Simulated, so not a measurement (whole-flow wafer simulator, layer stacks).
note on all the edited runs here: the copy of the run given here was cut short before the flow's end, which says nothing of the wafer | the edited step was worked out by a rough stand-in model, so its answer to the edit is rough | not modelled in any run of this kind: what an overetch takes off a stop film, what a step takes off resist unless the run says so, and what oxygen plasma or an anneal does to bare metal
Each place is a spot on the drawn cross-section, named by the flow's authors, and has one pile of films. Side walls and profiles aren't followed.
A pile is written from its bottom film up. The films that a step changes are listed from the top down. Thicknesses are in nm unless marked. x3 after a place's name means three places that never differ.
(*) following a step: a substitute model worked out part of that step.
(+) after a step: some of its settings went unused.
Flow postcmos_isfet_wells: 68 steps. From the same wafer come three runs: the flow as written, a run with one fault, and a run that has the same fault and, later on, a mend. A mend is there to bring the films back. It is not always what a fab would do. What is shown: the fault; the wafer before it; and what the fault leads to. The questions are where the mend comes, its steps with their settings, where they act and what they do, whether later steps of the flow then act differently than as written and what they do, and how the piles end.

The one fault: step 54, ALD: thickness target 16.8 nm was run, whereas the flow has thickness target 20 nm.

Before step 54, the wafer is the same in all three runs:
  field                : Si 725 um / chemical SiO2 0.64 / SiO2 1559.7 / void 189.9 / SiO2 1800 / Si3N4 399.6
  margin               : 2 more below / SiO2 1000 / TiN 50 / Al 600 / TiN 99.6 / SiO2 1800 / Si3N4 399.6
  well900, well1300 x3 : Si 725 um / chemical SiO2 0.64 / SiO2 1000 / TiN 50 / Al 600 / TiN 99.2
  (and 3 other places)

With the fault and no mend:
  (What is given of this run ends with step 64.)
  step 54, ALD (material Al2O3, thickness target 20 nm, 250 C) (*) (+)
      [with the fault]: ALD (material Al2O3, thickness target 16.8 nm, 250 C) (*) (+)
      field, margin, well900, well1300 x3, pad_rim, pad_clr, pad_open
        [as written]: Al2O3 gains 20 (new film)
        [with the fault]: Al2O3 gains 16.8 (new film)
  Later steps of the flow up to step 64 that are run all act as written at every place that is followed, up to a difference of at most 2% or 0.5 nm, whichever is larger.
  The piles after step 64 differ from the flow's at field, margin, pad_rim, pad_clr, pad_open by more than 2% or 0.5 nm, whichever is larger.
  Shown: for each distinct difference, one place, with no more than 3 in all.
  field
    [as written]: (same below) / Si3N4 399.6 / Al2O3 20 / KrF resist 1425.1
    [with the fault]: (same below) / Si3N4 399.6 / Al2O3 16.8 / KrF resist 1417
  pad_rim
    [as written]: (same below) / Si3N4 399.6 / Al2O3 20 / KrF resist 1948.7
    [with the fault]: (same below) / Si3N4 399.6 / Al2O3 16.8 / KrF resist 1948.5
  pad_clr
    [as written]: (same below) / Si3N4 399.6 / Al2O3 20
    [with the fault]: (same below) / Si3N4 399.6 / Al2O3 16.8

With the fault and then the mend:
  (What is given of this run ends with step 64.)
  The mend follows step 54.
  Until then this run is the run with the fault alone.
  step 54a, ALD (material Al2O3, thickness target 3.2 nm, 250 C) (*) (+) (the flow's step 54, run once more with other settings)
      field, margin, well900, well1300 x3, pad_rim, pad_clr, pad_open
        Al2O3 gains 3.2
  Later steps of the flow up to step 64 that are run all act as written at every place that is followed.
  At every place that both follow, the piles after step 64 match the flow's.
